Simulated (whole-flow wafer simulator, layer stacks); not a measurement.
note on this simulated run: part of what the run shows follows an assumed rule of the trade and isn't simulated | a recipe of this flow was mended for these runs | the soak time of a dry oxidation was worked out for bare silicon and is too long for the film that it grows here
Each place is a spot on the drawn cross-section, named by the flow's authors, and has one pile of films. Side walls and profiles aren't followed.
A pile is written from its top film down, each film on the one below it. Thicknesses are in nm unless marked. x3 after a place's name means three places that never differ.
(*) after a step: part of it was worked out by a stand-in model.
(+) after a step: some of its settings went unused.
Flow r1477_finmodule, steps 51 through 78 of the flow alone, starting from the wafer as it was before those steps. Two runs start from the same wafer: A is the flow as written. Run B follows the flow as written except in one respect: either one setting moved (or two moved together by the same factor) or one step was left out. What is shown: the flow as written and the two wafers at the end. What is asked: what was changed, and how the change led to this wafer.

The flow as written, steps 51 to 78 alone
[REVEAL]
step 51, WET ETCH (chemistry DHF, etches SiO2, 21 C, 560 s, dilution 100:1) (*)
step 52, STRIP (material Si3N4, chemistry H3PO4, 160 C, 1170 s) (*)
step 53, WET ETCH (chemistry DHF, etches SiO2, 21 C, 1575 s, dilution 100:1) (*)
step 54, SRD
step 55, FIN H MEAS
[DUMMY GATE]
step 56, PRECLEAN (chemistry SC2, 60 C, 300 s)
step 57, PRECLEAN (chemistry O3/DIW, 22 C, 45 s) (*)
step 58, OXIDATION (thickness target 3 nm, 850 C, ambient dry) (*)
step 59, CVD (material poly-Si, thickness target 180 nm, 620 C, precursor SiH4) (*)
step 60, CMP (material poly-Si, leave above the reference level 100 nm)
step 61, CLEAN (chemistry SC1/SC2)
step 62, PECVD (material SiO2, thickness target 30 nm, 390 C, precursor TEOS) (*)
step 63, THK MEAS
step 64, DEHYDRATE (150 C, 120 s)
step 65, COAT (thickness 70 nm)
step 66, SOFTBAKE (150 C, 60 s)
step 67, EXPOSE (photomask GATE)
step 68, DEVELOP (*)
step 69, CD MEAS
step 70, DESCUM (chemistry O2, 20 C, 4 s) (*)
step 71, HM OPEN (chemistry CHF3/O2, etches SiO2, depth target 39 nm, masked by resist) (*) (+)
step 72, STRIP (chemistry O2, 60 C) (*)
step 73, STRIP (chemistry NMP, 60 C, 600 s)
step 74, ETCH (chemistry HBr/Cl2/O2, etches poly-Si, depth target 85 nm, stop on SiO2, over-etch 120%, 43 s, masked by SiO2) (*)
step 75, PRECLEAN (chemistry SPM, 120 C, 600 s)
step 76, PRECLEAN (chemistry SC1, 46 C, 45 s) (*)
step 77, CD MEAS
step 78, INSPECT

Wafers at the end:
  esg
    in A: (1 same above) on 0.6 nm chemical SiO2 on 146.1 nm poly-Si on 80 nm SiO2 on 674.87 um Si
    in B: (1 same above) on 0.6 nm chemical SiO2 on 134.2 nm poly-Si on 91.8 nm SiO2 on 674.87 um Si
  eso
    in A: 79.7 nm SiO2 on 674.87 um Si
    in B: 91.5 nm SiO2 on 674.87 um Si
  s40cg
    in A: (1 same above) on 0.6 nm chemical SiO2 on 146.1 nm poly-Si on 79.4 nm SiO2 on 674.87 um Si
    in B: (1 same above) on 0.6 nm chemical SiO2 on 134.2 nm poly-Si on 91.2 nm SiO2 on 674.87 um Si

Cause: step 53, WET ETCH: 1339 s was run, though the flow has 1575 s.

Step by step, how the change led to this:
  step 53, WET ETCH (chemistry DHF, etches SiO2, 21 C, 1575 s, dilution 100:1) (*)
      esg, e40sg, e100sg and 17 more: A SiO2 loses 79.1 | B SiO2 loses 67.2
      pad, padg: A SiO2 loses 85.7 | B SiO2 loses 72.8
  step 59, CVD (material poly-Si, thickness target 180 nm, 620 C, precursor SiH4) (*)
      esg, e40sg, e100sg and 15 more: A poly-Si gains 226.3 (new film) | B poly-Si gains 214.5 (new film)
      e200sg, e200so: A poly-Si gains 219.2 (new film) | B poly-Si gains 207.4 (new film)
  step 60, CMP (material poly-Si, leave above the reference level 100 nm)
      pad, padg: A poly-Si loses 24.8 | B poly-Si loses 37.6
  step 74, ETCH (chemistry HBr/Cl2/O2, etches poly-Si, depth target 85 nm, stop on SiO2, over-etch 120%, 43 s, masked by SiO2) (*)
      eso, e40so, e100so and 7 more: A chemical SiO2 loses 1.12 (all of it), poly-Si loses 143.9 (all of it), SiO2 loses 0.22 | B chemical SiO2 loses 1.12 (all of it), poly-Si loses 132 (all of it), SiO2 loses 0.27
      pad: A chemical SiO2 loses 1.12 (all of it), poly-Si loses 152.8 (all of it), SiO2 loses 0.17 | B chemical SiO2 loses 1.12 (all of it), poly-Si loses 140 (all of it), SiO2 loses 0.24
